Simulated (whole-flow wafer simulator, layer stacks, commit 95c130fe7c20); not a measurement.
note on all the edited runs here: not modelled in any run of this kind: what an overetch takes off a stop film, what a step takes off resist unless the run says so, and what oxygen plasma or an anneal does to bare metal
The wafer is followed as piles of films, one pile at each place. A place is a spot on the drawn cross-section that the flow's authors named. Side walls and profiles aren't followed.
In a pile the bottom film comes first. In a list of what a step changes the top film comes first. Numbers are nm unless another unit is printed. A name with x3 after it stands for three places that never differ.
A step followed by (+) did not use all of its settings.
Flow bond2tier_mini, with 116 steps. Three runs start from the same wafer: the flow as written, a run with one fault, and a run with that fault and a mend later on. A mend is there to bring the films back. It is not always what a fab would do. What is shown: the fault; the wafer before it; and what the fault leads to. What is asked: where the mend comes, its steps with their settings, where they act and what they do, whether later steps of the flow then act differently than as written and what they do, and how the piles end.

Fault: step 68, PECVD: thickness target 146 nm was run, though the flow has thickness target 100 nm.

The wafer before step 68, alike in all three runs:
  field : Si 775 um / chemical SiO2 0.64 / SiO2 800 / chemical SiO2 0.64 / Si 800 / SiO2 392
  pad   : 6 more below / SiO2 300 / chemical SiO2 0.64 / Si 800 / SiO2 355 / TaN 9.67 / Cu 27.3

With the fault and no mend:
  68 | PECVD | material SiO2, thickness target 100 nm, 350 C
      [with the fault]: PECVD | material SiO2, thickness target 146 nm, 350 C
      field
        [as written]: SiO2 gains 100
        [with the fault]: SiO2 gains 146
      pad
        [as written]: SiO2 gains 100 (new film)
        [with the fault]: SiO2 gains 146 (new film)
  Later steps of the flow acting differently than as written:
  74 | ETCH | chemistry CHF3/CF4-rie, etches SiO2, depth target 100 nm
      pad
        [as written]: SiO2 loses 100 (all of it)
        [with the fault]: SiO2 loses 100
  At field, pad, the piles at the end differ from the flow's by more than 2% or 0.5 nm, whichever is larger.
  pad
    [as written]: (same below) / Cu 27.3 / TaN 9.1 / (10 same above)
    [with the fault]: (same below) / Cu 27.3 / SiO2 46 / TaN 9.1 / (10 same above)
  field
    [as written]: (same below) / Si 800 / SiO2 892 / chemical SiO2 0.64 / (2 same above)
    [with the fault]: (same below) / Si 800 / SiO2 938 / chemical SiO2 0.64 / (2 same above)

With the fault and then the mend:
  The mend stands after step 73.
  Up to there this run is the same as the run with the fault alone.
  73a | STRIP | chemistry O2, over-ash 100% (+)
      field
        KrF resist loses 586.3 (all of it)
  73b | ETCH | chemistry CHF3/CF4-rie, etches SiO2, depth target 46 nm (the flow's step 62 again, with other settings)
      field, pad
        SiO2 loses 46
  73c | COAT | KrF resist, thickness 600 nm (the flow's step 69 again)
      field, pad
        KrF resist gains 600 (new film)
  73d | SOFTBAKE | KrF resist (the flow's step 70 again)
      leaves every film unchanged at each place that is followed
  73e | EXPOSE | photomask T2PAD, NA 0.6 (the flow's step 71 again)
      leaves every film unchanged at each place that is followed
  73f | PEB | KrF resist (the flow's step 72 again)
      leaves every film unchanged at each place that is followed
  73g | DEVELOP | developer TMAH-0.26N, 60 s (the flow's step 73 again)
      field
        KrF resist loses 13.7
      pad
        KrF resist loses 600 (all of it)
  Later steps of the flow that are run all act as written at every place that is followed.
  By the end, the piles equal the flow's at every place that both follow.
